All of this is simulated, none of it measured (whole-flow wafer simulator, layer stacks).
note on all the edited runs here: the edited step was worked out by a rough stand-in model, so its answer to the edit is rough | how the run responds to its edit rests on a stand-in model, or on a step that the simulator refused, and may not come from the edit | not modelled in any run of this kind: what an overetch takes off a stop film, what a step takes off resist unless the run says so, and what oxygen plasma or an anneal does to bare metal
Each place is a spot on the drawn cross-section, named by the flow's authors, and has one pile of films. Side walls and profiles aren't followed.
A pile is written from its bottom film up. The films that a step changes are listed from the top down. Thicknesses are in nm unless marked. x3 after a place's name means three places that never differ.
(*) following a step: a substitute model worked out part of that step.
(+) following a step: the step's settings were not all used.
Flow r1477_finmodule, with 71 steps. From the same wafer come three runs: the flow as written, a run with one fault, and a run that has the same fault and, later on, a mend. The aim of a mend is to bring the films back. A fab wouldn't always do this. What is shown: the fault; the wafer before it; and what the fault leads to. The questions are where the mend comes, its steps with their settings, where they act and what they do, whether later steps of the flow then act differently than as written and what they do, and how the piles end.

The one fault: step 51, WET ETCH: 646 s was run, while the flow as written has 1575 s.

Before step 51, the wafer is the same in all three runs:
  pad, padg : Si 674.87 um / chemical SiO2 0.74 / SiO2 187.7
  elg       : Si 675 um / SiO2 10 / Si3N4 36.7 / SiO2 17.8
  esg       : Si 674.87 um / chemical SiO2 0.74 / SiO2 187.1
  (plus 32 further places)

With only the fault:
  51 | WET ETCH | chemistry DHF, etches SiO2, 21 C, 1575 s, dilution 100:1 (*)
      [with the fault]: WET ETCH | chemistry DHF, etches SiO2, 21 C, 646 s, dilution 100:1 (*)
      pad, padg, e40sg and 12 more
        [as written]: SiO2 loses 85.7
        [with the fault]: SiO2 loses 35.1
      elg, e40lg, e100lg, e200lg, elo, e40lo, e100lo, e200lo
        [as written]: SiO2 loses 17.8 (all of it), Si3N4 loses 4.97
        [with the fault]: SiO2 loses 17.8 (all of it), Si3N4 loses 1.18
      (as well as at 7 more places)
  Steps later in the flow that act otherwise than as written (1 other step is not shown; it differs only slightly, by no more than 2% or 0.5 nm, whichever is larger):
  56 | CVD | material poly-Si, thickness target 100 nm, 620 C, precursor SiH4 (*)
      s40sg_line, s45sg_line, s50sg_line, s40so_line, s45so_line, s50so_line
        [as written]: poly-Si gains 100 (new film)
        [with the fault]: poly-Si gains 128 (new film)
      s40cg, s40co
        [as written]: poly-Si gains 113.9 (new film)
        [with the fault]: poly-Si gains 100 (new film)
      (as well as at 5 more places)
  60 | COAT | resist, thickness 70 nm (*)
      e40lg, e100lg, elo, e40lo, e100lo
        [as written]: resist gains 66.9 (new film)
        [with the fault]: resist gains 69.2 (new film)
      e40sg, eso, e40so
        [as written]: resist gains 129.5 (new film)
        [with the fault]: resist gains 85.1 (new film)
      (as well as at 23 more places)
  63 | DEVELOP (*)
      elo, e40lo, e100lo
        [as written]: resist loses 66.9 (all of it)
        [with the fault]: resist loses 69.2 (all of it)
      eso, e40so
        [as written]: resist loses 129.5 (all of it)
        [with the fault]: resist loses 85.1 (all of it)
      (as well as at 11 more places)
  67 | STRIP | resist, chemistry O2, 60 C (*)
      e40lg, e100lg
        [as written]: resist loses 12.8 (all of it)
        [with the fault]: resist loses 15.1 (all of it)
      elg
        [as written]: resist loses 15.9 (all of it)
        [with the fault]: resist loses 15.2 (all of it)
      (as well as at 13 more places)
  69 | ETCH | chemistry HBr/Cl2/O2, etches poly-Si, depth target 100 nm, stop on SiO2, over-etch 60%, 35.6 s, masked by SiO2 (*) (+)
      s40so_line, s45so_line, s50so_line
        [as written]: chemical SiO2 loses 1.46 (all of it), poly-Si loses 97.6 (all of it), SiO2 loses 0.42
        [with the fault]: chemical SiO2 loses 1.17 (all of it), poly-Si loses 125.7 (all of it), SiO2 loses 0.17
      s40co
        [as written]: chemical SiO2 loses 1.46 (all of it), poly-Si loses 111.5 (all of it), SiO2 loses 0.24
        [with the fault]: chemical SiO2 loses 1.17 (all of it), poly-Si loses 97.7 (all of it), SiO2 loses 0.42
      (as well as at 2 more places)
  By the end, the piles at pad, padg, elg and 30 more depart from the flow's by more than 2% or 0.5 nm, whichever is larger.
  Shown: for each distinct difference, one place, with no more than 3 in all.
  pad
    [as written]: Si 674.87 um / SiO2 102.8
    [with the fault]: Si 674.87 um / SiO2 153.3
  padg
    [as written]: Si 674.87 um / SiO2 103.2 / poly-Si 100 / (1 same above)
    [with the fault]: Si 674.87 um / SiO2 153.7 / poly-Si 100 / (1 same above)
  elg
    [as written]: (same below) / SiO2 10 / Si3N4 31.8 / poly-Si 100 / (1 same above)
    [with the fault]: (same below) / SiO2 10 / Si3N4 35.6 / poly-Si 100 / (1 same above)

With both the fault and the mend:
  The mend stands after step 51.
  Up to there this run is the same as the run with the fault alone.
  51a | WET ETCH | chemistry DHF, etches SiO2, 21 C, 929 s, dilution 100:1 (*) (a further turn of the flow's step 51, with different settings)
      pad, padg, e40sg and 12 more
        SiO2 loses 50.5
      elg, e40lg, e100lg, e200lg, elo, e40lo, e100lo, e200lo
        Si3N4 loses 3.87
      esg, s40cg, s45cg, s50cg, s40co, s45co, s50co
        SiO2 loses 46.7
  Later steps of the flow that are run all act as written at every place that is followed, up to a difference of at most 2% or 0.5 nm, whichever is larger.
  At the end the piles are close to the flow's at the places that both follow, differing by at most 2% or 0.5 nm, whichever is larger.
